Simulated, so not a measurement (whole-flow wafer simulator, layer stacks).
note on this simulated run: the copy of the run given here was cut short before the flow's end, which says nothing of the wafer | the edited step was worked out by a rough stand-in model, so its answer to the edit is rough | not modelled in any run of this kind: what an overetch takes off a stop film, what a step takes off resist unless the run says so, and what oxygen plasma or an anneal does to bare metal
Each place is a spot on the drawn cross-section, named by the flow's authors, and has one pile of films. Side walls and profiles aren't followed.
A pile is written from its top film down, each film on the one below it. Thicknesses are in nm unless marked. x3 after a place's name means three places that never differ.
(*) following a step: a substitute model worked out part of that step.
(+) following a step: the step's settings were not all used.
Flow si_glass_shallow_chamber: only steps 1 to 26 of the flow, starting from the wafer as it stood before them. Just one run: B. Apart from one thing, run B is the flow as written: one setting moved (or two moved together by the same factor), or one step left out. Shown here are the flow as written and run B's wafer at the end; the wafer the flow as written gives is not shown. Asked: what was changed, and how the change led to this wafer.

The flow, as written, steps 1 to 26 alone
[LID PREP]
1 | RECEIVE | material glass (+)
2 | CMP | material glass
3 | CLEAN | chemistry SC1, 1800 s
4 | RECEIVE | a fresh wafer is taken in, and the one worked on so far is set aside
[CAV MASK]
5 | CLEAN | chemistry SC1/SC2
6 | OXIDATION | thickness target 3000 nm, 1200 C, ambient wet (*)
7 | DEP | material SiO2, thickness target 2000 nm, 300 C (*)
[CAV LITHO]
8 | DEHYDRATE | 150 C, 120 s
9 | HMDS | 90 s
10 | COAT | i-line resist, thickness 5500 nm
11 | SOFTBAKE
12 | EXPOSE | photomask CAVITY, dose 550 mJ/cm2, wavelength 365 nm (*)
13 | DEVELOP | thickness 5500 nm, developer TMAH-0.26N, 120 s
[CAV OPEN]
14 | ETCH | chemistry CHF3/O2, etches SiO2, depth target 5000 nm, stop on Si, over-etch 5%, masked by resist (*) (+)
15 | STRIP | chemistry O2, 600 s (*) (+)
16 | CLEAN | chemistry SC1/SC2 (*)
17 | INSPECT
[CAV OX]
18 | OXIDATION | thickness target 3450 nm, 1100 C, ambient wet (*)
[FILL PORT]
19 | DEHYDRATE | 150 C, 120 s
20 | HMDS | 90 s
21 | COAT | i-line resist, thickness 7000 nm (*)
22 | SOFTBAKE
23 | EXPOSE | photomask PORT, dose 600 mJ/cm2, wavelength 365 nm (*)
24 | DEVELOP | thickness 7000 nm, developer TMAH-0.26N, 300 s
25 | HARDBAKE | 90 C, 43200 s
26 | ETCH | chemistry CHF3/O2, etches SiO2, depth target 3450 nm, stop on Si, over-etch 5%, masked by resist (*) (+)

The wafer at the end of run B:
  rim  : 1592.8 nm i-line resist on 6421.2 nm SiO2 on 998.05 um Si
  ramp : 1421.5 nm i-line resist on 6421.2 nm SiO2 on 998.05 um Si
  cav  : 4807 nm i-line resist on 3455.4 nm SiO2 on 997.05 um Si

What caused this: step 6, OXIDATION: thickness target 3375 nm was run, though the flow has thickness target 3000 nm.

Step by step, how the change led to this:
  6 | OXIDATION | thickness target 3000 nm, 1200 C, ambient wet (*)
      rim, ramp, cav, port, septum, ring: +3375 SiO2 (new film), -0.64 chemical SiO2 (all of it), -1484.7 Si (it would be, as written: +3000 SiO2 (new film), -0.64 chemical SiO2 (all of it), -1319.7 Si)
  14 | ETCH | chemistry CHF3/O2, etches SiO2, depth target 5000 nm, stop on Si, over-etch 5%, masked by resist (*) (+)
      cav, port: -5250 SiO2 (it would be, as written: -5000 SiO2 (all of it), -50 Si)
  15 | STRIP | chemistry O2, 600 s (*) (+)
      cav, port: nothing (it would be, as written: +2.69 chemical SiO2 (new film), -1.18 Si)
  18 | OXIDATION | thickness target 3450 nm, 1100 C, ambient wet (*)
      cav, port: +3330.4 SiO2, -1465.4 Si (it would be, as written: +3450 SiO2 (new film), -2.69 chemical SiO2 (all of it), -1516.8 Si)
      rim, ramp, septum, ring: +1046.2 SiO2, -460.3 Si (it would be, as written: +1109.8 SiO2, -488.3 Si)
  21 | COAT | i-line resist, thickness 7000 nm (*)
      ramp: +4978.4 i-line resist (new film) (it would be, as written: +5087.8 i-line resist (new film))
  22 | SOFTBAKE
      rim: -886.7 i-line resist (it would be, as written: -849 i-line resist)
      ramp: -461.5 i-line resist (it would be, as written: -434.5 i-line resist)
      (also at 3 further places)
  25 | HARDBAKE | 90 C, 43200 s
      rim: -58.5 i-line resist (it would be, as written: -62.5 i-line resist)
      ramp: -52.6 i-line resist (it would be, as written: -57.1 i-line resist)
  26 | ETCH | chemistry CHF3/O2, etches SiO2, depth target 3450 nm, stop on Si, over-etch 5%, masked by resist (*) (+)
      port: -3455.4 SiO2 (all of it), -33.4 Si (it would be, as written: -3450 SiO2 (all of it), -34.5 Si)
